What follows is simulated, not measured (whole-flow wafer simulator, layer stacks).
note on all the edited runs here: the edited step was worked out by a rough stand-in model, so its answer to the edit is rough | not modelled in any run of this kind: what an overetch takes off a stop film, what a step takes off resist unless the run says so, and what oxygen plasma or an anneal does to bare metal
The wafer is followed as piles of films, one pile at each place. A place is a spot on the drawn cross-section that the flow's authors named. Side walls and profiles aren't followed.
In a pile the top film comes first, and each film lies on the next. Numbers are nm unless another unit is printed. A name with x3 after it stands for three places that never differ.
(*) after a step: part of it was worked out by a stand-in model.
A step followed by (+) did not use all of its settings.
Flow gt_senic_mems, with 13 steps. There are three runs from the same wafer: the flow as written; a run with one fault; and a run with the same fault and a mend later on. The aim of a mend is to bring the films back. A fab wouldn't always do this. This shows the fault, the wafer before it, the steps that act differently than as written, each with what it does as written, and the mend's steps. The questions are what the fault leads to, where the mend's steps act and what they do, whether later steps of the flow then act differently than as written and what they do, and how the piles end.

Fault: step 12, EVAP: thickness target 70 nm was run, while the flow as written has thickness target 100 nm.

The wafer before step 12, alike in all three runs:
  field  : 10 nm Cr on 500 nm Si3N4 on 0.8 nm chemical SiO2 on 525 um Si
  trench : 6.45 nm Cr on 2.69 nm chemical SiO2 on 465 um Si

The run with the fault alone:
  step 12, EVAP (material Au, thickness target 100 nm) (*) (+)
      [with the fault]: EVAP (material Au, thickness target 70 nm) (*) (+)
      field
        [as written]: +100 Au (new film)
        [with the fault]: +70 Au (new film)
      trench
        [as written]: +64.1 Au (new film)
        [with the fault]: +45 Au (new film)
  None of the later steps of the flow acts differently than as written at any place that is followed.
  By the end, the piles at field, trench depart from the flow's by more than 2% or 0.5 nm, whichever is larger.
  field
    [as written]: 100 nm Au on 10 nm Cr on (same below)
    [with the fault]: 70 nm Au on 10 nm Cr on (same below)
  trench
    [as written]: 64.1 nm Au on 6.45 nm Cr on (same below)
    [with the fault]: 45 nm Au on 6.45 nm Cr on (same below)

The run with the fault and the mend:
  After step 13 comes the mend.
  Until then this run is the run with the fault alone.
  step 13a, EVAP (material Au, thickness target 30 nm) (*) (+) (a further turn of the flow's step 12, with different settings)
      field
        +30 Au
      trench
        +19.3 Au
  None of the later steps of the flow acts differently than as written at any place that is followed.
  The piles end only slightly different from the flow's at the places that both follow, by no more than 2% or 0.5 nm, whichever is larger.
